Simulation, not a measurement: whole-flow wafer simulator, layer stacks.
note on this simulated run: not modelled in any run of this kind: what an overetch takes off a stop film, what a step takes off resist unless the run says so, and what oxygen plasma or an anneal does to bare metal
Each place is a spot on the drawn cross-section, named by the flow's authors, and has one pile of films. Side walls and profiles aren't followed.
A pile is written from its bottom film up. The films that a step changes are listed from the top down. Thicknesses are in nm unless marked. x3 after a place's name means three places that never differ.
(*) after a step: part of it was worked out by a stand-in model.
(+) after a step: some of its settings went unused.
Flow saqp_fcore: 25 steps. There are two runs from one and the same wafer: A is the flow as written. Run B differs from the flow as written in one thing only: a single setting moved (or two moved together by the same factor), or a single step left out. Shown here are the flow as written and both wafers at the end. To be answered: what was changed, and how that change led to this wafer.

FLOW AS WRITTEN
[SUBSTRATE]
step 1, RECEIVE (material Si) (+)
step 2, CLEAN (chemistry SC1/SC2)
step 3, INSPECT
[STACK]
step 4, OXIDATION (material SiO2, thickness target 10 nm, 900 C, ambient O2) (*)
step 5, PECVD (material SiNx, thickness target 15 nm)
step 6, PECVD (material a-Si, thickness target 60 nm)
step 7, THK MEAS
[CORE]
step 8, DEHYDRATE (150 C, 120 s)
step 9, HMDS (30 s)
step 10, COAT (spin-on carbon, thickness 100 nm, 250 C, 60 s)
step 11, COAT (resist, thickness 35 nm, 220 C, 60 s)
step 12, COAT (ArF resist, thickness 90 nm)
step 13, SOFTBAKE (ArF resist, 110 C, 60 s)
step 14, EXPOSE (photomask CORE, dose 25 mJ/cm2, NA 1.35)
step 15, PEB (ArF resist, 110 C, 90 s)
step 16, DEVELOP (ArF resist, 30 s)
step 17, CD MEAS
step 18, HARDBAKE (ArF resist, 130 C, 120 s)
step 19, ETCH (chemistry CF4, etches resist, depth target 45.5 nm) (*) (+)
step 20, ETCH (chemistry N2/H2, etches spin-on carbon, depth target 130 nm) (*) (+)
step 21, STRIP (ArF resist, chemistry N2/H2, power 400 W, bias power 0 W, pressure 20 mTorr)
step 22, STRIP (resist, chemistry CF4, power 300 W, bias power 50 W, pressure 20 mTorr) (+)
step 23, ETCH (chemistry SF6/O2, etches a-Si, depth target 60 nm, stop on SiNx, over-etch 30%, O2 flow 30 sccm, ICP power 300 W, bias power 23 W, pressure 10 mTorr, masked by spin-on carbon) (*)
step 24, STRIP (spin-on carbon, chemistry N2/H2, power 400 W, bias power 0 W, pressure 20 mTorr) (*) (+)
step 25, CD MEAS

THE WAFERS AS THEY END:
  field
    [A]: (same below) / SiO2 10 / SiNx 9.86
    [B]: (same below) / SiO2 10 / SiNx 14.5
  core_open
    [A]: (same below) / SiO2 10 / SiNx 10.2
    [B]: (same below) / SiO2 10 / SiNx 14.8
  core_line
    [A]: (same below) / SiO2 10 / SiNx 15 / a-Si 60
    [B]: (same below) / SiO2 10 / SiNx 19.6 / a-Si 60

The reason: step 5, PECVD: thickness target 19.6 nm was run, though the flow has thickness target 15 nm.
The wafer lets one read it off: core_line has SiNx 19.6, and step 5 as written asks for 15 nm.

How this came from the change, step by step:
  step 5, PECVD (material SiNx, thickness target 15 nm)
      field, core_open, core_line: A +15 SiNx (new film) | B +19.6 SiNx (new film)
